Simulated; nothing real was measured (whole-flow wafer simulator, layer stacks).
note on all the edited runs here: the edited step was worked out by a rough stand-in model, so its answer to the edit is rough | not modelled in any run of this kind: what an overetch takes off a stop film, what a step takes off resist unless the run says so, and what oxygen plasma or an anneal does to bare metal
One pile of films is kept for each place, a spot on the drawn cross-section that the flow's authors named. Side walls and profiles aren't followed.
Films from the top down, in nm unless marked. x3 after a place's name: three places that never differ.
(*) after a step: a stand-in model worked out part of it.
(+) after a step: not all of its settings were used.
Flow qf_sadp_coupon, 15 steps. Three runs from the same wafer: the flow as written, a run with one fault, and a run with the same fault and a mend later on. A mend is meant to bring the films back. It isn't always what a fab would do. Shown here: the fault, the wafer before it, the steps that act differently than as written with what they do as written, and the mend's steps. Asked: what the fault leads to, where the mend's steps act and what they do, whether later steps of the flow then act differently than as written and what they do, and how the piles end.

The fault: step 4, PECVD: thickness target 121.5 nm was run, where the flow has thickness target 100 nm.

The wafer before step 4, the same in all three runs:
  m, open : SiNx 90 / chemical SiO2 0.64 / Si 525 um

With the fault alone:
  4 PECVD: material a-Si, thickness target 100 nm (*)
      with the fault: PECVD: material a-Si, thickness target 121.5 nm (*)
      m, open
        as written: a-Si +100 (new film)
        with the fault: a-Si +121.5 (new film)
  Later steps of the flow that act differently than as written:
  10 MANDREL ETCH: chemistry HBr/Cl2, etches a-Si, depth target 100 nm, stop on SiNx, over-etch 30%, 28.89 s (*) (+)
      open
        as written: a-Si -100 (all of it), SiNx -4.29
        with the fault: a-Si -121.5 (all of it), SiNx -1.21
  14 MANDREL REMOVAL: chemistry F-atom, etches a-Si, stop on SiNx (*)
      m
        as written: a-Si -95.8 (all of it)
        with the fault: a-Si -117.3 (all of it)
  At the end the piles differ from the flow's by more than 2% or 0.5 nm, whichever is larger, at open.
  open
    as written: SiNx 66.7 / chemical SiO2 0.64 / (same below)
    with the fault: SiNx 69.7 / chemical SiO2 0.64 / (same below)

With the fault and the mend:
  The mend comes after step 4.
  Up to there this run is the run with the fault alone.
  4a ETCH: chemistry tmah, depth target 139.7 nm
      m, open
        a-Si -121.5 (all of it)
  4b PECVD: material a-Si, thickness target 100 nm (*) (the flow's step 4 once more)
      m, open
        a-Si +100 (new film)
  No later step of the flow acts differently than as written at any place that is followed.
  At the end the piles are the same as the flow's at every place that both follow.
